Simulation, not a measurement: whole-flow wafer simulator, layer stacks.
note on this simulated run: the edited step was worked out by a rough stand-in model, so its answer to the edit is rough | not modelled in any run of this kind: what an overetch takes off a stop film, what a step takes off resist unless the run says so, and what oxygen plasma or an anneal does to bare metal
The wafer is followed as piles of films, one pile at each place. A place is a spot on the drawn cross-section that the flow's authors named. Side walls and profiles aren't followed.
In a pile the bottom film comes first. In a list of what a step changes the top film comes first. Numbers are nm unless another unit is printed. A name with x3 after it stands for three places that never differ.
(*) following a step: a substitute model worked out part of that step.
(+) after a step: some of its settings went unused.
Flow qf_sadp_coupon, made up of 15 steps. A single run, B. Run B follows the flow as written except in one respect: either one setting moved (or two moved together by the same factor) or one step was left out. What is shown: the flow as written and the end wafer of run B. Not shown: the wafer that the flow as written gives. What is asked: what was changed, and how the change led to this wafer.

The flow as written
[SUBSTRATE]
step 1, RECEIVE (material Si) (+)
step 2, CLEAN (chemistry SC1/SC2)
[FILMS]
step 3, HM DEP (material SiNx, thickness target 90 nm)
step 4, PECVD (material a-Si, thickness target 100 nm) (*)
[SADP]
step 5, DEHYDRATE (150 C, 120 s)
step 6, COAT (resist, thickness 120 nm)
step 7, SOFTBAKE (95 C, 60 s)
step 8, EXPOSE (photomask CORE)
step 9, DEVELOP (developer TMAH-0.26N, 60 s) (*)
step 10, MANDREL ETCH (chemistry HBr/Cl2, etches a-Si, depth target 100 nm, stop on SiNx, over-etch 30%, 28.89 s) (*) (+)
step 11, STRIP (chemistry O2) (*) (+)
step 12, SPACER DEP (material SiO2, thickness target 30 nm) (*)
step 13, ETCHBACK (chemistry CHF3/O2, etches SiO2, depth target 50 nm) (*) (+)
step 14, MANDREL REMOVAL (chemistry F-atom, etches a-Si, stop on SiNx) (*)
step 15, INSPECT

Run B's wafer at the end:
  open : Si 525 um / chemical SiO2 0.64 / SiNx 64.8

Cause: step 4, PECVD: thickness target 86.6 nm was run, while the flow as written has thickness target 100 nm.

Step by step, how the change led to this:
  step 4, PECVD (material a-Si, thickness target 100 nm) (*)
      m, open: a-Si gains 86.6 (new film) (as written it would have been: a-Si gains 100 (new film))
  step 10, MANDREL ETCH (chemistry HBr/Cl2, etches a-Si, depth target 100 nm, stop on SiNx, over-etch 30%, 28.89 s) (*) (+)
      open: a-Si loses 86.6 (all of it), SiNx loses 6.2 (as written it would have been: a-Si loses 100 (all of it), SiNx loses 4.29)
  step 14, MANDREL REMOVAL (chemistry F-atom, etches a-Si, stop on SiNx) (*)
      m: a-Si loses 82.4 (all of it) (as written it would have been: a-Si loses 95.8 (all of it))
